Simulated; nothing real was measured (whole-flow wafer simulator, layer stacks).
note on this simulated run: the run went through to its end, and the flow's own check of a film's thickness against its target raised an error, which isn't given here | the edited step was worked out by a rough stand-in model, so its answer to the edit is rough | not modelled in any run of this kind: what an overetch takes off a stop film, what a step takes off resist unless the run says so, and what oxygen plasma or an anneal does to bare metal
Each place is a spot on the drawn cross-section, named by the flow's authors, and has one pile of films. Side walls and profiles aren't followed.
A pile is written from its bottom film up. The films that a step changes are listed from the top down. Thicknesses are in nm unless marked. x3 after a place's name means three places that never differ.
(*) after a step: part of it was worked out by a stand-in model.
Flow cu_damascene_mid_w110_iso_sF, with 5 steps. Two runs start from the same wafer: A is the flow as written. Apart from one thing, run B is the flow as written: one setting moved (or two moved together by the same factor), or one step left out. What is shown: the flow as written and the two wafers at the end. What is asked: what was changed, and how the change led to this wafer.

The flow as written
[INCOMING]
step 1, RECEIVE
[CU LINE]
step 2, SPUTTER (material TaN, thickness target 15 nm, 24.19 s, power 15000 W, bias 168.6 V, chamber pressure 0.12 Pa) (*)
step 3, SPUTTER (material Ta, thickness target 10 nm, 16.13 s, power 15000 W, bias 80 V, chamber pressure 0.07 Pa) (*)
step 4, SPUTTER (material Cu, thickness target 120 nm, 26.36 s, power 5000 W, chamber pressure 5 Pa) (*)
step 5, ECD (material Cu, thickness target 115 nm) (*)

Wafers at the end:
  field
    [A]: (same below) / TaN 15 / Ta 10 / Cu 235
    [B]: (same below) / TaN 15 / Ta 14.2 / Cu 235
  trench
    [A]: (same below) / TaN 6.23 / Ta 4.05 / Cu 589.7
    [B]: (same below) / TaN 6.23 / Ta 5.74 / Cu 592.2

The reason: step 3, SPUTTER: thickness target 14.2 nm was run, though the flow has thickness target 10 nm; step 3, SPUTTER: 22.99 s was run, where the flow has 16.13 s.
One can read it off the wafer: field has Ta 14.2, and step 3 as written asks for 10 nm.

How this came from the change, step by step:
  step 3, SPUTTER (material Ta, thickness target 10 nm, 16.13 s, power 15000 W, bias 80 V, chamber pressure 0.07 Pa) (*)
      field: A +10 Ta (new film) | B +14.2 Ta (new film)
      trench: A +4.05 Ta (new film) | B +5.74 Ta (new film)
